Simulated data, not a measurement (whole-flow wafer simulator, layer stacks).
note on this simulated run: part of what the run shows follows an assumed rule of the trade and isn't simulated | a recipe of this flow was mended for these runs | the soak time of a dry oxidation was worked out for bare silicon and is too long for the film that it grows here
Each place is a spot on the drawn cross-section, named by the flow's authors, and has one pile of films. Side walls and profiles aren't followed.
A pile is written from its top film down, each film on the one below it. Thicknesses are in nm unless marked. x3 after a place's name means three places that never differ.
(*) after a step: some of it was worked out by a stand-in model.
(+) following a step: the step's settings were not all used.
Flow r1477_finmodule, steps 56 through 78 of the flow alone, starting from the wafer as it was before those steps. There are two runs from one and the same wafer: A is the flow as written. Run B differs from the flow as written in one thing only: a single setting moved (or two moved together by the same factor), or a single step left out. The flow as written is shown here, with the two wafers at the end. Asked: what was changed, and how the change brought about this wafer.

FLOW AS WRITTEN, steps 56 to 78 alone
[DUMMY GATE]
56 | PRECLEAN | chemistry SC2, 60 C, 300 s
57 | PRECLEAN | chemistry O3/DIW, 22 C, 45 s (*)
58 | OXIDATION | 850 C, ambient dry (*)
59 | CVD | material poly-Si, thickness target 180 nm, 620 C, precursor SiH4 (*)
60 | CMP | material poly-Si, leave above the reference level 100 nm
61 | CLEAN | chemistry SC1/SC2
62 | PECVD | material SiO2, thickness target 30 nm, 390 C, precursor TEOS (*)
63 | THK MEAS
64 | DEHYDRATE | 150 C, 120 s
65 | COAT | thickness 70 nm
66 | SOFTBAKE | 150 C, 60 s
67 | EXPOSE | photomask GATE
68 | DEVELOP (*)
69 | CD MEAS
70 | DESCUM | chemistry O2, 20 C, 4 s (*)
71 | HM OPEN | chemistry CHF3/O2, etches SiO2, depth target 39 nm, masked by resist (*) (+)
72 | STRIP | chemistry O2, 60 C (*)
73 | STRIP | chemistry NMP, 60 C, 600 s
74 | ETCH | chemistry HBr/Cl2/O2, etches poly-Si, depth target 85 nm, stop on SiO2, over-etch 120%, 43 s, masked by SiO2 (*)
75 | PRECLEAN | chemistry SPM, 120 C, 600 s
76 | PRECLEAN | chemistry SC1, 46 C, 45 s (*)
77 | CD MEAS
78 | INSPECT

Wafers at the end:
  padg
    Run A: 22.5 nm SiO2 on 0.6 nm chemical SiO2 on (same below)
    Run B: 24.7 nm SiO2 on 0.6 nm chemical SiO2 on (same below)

Cause: step 62, PECVD: thickness target 32.2 nm was run, while the flow as written has thickness target 30 nm.

The path from the change to this, step by step:
  62 | PECVD | material SiO2, thickness target 30 nm, 390 C, precursor TEOS (*)
      pad, padg, elg x7 and 27 more: A SiO2 gains 30 (new film) | B SiO2 gains 32.2 (new film)
  71 | HM OPEN | chemistry CHF3/O2, etches SiO2, depth target 39 nm, masked by resist (*) (+)
      pad, elo x7, eso x6, e200so, s40co x3: A SiO2 loses 30 (all of it), chemical SiO2 loses 0.6 (all of it), poly-Si loses 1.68 | B SiO2 loses 32.2 (all of it), chemical SiO2 loses 0.6 (all of it), poly-Si loses 1.24
